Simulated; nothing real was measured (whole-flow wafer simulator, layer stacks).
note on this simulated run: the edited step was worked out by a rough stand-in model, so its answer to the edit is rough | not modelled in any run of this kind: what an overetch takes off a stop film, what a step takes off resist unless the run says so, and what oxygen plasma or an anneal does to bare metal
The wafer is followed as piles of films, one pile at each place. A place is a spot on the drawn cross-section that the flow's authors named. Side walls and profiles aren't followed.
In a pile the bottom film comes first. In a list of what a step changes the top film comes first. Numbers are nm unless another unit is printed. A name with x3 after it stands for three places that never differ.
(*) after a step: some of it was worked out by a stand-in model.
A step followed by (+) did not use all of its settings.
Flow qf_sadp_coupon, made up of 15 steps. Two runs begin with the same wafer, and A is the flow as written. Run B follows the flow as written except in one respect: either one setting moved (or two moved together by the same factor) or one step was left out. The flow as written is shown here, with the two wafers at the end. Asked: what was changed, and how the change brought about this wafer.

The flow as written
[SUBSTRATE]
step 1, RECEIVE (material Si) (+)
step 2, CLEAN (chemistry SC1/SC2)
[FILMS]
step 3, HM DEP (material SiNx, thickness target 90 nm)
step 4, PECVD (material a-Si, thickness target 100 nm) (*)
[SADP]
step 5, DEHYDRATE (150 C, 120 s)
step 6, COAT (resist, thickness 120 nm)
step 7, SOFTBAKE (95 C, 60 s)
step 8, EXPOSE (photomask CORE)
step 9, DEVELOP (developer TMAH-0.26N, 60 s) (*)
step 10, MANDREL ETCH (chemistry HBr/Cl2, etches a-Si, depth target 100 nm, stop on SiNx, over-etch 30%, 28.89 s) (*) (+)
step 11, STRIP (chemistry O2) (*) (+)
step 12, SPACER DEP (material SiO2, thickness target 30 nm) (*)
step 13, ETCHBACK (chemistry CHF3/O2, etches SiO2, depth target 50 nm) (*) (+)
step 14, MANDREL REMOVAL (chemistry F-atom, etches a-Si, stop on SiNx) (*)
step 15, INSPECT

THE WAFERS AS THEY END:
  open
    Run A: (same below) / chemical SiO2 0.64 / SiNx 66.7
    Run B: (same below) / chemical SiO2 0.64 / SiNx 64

The reason: step 4, PECVD: thickness target 81.1 nm was run, though the flow has thickness target 100 nm.

The path from the change to this, step by step:
  step 4, PECVD (material a-Si, thickness target 100 nm) (*)
      m, open: A +100 a-Si (new film) | B +81.1 a-Si (new film)
  step 10, MANDREL ETCH (chemistry HBr/Cl2, etches a-Si, depth target 100 nm, stop on SiNx, over-etch 30%, 28.89 s) (*) (+)
      open: A -100 a-Si (all of it), -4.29 SiNx | B -81.1 a-Si (all of it), -6.99 SiNx
  step 14, MANDREL REMOVAL (chemistry F-atom, etches a-Si, stop on SiNx) (*)
      m: A -95.8 a-Si (all of it) | B -76.9 a-Si (all of it)
